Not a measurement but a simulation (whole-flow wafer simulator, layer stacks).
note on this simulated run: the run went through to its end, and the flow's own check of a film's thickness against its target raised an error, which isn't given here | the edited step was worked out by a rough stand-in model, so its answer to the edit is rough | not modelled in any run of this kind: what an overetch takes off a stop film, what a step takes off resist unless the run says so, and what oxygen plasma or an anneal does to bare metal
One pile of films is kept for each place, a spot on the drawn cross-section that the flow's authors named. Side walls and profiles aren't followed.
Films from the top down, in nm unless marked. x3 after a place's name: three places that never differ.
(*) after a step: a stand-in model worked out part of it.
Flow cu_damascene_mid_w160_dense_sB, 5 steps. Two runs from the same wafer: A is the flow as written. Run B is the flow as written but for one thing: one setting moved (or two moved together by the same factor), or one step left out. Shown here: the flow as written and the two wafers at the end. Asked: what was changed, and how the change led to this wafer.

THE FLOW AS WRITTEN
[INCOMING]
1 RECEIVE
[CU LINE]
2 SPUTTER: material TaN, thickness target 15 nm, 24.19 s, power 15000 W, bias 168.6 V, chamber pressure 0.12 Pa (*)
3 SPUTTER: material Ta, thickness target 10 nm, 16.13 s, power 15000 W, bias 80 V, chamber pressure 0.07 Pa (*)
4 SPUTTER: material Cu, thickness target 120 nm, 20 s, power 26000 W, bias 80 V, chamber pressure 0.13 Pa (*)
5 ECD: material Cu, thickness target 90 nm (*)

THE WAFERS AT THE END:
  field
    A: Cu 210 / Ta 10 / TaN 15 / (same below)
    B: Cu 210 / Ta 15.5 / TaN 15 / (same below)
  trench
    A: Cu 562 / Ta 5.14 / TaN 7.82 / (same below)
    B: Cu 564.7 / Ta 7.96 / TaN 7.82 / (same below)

The cause: step 3, SPUTTER: thickness target 15.5 nm was run, where the flow has thickness target 10 nm; step 3, SPUTTER: 25 s was run, where the flow has 16.13 s.
It can be read off the wafer: field has Ta 15.5, and step 3 as written asks for 10 nm.

How the change led to this, step by step:
  3 SPUTTER: material Ta, thickness target 10 nm, 16.13 s, power 15000 W, bias 80 V, chamber pressure 0.07 Pa (*)
      field: A Ta +10 (new film) | B Ta +15.5 (new film)
      trench: A Ta +5.14 (new film) | B Ta +7.96 (new film)
